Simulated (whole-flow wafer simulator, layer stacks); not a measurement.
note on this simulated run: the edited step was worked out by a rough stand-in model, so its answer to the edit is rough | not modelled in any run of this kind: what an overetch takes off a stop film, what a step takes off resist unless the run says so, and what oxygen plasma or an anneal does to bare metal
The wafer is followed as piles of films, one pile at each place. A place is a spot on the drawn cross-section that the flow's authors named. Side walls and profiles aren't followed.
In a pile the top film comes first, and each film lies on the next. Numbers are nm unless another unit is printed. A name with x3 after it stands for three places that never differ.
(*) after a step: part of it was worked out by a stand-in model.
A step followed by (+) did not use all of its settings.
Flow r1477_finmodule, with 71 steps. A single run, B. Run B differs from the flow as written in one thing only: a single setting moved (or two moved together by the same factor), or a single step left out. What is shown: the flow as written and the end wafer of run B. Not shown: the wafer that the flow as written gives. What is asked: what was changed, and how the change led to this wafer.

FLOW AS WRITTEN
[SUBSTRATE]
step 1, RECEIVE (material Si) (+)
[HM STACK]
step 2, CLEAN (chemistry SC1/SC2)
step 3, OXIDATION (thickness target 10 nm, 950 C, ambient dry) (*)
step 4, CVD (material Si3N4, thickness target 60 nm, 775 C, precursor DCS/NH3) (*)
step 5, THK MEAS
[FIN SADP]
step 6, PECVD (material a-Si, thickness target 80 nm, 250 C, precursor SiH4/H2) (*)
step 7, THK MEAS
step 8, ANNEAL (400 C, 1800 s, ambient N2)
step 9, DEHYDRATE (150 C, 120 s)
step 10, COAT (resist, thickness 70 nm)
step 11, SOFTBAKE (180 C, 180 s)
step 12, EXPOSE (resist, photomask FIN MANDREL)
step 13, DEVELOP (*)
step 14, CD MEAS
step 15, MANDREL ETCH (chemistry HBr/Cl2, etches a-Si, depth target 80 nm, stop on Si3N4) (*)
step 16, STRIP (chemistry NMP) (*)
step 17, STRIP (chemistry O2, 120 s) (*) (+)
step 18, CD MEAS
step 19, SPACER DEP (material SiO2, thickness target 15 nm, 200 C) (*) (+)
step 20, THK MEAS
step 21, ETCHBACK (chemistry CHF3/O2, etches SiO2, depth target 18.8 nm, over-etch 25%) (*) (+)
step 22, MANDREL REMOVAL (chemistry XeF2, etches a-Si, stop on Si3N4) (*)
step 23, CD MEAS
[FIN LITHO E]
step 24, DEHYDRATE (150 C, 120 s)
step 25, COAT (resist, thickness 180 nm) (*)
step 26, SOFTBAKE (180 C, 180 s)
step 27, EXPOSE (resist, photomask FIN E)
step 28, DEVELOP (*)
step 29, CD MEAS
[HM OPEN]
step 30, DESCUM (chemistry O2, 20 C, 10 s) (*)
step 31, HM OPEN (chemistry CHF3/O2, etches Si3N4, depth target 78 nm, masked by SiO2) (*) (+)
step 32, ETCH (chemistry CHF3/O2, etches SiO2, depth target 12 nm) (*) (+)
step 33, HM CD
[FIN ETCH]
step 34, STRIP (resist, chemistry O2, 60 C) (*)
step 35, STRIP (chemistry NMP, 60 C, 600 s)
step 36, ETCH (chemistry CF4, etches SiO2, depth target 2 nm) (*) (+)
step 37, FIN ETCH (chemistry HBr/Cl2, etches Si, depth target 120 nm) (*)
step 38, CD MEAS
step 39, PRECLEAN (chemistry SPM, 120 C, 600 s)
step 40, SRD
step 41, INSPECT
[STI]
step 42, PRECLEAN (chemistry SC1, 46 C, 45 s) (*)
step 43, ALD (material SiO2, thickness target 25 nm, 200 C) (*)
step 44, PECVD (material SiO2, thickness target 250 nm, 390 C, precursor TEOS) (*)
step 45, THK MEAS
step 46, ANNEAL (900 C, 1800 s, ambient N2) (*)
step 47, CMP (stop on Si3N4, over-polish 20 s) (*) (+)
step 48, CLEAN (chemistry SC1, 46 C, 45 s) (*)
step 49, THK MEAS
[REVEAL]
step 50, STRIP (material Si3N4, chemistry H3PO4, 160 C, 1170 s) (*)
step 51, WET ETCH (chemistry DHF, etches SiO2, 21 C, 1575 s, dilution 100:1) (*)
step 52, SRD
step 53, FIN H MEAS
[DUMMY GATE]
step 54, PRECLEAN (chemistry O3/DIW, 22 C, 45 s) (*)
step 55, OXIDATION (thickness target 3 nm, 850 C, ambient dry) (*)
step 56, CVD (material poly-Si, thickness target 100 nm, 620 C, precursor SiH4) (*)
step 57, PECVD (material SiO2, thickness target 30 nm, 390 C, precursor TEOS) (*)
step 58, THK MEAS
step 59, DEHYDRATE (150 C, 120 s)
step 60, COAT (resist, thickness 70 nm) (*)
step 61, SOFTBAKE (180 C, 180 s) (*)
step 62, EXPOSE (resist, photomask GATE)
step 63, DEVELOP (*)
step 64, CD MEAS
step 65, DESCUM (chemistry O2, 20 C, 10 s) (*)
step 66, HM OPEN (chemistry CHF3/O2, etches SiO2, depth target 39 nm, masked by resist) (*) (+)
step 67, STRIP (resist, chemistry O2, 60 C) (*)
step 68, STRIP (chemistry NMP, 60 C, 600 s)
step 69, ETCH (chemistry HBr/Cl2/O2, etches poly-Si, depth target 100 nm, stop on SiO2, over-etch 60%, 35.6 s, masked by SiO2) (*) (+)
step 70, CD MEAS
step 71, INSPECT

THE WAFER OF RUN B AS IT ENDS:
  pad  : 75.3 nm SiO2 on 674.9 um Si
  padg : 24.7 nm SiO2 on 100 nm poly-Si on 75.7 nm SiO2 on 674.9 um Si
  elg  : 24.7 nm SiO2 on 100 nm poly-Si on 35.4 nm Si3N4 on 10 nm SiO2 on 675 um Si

The reason: step 37, FIN ETCH: depth target 92.4 nm was run, whereas the flow has depth target 120 nm.

The path from the change to this, step by step:
  step 37, FIN ETCH (chemistry HBr/Cl2, etches Si, depth target 120 nm) (*)
      pad, padg, esg and 19 more: -92.4 Si (it would be, as written: -120 Si)
      elg, e40lg, e100lg, e200lg, elo, e40lo, e100lo, e200lo: -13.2 Si3N4 (it would be, as written: -17.1 Si3N4)
      (also at 6 further places)
  step 43, ALD (material SiO2, thickness target 25 nm, 200 C) (*)
      s40cg, s45cg, s50cg, s40co, s45co, s50co: +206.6 SiO2 (new film) (it would be, as written: +232.1 SiO2 (new film))
      esg: +170.6 SiO2 (new film) (it would be, as written: +194.3 SiO2 (new film))
  step 47, CMP (stop on Si3N4, over-polish 20 s) (*) (+)
      pad, padg, e40sg and 11 more: -99.4 SiO2 (it would be, as written: -71.8 SiO2)
      eso: -100 SiO2 (it would be, as written: -72.4 SiO2)
  step 51, WET ETCH (chemistry DHF, etches SiO2, 21 C, 1575 s, dilution 100:1) (*)
      elg, e40lg, e100lg, e200lg, elo, e40lo, e100lo, e200lo: -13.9 SiO2 (all of it), -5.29 Si3N4 (it would be, as written: -17.8 SiO2 (all of it), -4.97 Si3N4)
  step 56, CVD (material poly-Si, thickness target 100 nm, 620 C, precursor SiH4) (*)
      esg: +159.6 poly-Si (new film) (it would be, as written: +156 poly-Si (new film))
  step 60, COAT (resist, thickness 70 nm) (*)
      e40sg, eso, e40so: +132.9 resist (new film) (it would be, as written: +129.5 resist (new film))
      e100sg, e100so: +132.8 resist (new film) (it would be, as written: +129.4 resist (new film))
      (also at 2 further places)
  step 63, DEVELOP (*)
      eso, e40so: -132.9 resist (all of it) (it would be, as written: -129.5 resist (all of it))
      e100so: -132.8 resist (all of it) (it would be, as written: -129.4 resist (all of it))
      (also at 1 further place)
  step 67, STRIP (resist, chemistry O2, 60 C) (*)
      e40sg: -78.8 resist (all of it) (it would be, as written: -75.4 resist (all of it))
      e100sg: -78.7 resist (all of it) (it would be, as written: -75.3 resist (all of it))
      (also at 1 further place)
